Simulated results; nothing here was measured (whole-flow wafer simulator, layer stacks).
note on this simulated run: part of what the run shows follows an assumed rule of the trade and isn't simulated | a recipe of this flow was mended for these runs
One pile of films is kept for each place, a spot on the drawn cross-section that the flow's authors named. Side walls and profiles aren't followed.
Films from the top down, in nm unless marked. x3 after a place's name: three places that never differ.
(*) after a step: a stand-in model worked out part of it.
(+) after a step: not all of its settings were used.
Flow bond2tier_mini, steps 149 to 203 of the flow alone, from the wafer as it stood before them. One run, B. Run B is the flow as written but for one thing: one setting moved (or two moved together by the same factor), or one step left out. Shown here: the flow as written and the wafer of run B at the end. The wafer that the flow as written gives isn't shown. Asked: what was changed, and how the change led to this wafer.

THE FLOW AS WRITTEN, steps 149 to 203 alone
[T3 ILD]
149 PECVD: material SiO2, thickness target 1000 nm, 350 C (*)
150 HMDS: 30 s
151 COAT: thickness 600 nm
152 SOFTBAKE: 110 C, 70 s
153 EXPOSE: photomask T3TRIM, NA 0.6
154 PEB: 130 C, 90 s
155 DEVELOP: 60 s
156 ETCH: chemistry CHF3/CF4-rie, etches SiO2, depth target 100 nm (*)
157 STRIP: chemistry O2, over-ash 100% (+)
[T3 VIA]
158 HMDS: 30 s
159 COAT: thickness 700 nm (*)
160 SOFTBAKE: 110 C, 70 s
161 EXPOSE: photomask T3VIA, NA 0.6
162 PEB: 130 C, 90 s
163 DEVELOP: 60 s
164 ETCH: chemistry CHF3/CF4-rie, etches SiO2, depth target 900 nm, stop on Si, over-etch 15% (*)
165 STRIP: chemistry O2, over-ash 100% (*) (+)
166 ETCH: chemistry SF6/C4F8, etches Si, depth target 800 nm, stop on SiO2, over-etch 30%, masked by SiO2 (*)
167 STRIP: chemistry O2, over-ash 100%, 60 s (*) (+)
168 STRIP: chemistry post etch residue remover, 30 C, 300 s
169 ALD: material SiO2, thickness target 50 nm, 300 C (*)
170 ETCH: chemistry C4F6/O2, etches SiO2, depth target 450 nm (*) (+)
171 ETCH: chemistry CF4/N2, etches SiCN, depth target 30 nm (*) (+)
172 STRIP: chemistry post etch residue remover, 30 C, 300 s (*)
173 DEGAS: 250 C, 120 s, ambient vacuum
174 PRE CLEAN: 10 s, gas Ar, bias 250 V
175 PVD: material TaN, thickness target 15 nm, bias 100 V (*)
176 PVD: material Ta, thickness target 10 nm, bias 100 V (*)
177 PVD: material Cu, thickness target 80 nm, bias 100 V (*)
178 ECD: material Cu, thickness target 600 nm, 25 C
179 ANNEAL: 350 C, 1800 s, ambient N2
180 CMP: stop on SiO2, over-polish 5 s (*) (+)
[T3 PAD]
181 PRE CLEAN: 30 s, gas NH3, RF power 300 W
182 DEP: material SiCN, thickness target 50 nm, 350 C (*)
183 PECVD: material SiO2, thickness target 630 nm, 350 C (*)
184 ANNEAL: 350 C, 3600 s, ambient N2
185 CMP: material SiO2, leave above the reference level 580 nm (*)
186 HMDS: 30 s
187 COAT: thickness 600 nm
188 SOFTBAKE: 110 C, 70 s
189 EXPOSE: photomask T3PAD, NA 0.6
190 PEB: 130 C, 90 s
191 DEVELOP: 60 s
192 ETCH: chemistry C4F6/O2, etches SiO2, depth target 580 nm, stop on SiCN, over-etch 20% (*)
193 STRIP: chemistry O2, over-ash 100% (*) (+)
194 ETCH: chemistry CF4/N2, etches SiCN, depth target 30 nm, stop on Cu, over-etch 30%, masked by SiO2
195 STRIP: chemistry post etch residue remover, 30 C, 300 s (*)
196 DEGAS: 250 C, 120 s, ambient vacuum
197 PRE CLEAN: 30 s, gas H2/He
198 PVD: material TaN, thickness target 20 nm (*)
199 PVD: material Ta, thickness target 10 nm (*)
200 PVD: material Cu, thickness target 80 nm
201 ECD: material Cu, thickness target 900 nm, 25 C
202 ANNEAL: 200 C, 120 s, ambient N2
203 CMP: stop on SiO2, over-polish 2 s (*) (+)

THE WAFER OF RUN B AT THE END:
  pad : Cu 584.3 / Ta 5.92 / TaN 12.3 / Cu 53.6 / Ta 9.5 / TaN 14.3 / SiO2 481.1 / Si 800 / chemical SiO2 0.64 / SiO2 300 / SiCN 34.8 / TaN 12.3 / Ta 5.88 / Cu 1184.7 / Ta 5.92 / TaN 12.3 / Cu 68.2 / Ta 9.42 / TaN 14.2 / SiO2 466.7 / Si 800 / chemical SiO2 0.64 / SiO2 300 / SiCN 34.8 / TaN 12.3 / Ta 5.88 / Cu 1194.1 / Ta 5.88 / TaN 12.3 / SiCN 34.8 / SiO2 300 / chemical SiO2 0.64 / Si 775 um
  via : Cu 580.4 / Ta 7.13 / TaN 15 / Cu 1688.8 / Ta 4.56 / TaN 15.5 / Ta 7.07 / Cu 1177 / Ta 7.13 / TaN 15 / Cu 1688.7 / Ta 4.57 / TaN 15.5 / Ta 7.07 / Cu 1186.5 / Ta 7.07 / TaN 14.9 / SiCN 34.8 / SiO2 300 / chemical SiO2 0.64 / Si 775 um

The cause: step 156, ETCH: depth target 85.6 nm was run, where the flow has depth target 100 nm.

How the change led to this, step by step:
  156 ETCH: chemistry CHF3/CF4-rie, etches SiO2, depth target 100 nm (*)
      pad, via: SiO2 -85.6 (as written it would be: SiO2 -100)
      field: thick-KrF-resist -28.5 (as written it would be: thick-KrF-resist -33.3)
  164 ETCH: chemistry CHF3/CF4-rie, etches SiO2, depth target 900 nm, stop on Si, over-etch 15% (*)
      via: SiO2 -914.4 (all of it), Si -10 (as written it would be: SiO2 -900 (all of it), Si -11.2)
  178 ECD: material Cu, thickness target 600 nm, 25 C
      pad: Cu +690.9 (as written it would be: Cu +706.1)
